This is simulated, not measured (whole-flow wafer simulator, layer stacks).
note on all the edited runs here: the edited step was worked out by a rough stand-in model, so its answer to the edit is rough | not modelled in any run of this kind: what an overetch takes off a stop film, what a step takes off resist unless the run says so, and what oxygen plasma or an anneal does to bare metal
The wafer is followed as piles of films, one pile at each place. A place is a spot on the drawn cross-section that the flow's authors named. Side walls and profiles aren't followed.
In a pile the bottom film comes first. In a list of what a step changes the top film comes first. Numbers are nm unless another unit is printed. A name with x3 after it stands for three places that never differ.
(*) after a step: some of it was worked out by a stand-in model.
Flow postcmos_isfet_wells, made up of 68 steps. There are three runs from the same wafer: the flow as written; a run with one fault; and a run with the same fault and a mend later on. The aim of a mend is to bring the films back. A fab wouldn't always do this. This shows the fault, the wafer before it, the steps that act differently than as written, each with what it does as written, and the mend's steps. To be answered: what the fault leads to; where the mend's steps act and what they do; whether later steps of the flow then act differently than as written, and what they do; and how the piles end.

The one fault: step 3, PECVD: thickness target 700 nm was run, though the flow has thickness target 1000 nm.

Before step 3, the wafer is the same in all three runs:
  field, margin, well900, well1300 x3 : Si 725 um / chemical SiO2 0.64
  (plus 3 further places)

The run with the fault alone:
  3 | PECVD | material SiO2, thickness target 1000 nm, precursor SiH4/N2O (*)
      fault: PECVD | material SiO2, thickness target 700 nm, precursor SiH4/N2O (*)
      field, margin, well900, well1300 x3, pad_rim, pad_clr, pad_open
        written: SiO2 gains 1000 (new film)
        fault: SiO2 gains 700 (new film)
  Every later step of the flow that is run acts as written at every place that is followed.
  At field, margin, well900, well1300 x3, pad_rim, pad_clr, pad_open, the piles at the end differ from the flow's by more than 2% or 0.5 nm, whichever is larger.
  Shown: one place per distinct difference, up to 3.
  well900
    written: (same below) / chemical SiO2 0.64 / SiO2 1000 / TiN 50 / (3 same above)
    fault: (same below) / chemical SiO2 0.64 / SiO2 700 / TiN 50 / (3 same above)
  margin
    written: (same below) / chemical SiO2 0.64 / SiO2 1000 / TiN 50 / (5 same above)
    fault: (same below) / chemical SiO2 0.64 / SiO2 700 / TiN 50 / (5 same above)
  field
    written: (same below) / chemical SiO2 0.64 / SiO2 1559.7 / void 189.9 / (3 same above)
    fault: (same below) / chemical SiO2 0.64 / SiO2 1259.7 / void 189.9 / (3 same above)

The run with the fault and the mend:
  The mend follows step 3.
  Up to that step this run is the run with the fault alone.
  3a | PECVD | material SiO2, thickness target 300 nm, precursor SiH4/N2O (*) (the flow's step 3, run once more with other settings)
      field, margin, well900, well1300 x3, pad_rim, pad_clr, pad_open
        SiO2 gains 300
  Every later step of the flow that is run acts as written at every place that is followed.
  By the end, the piles equal the flow's at every place that both follow.
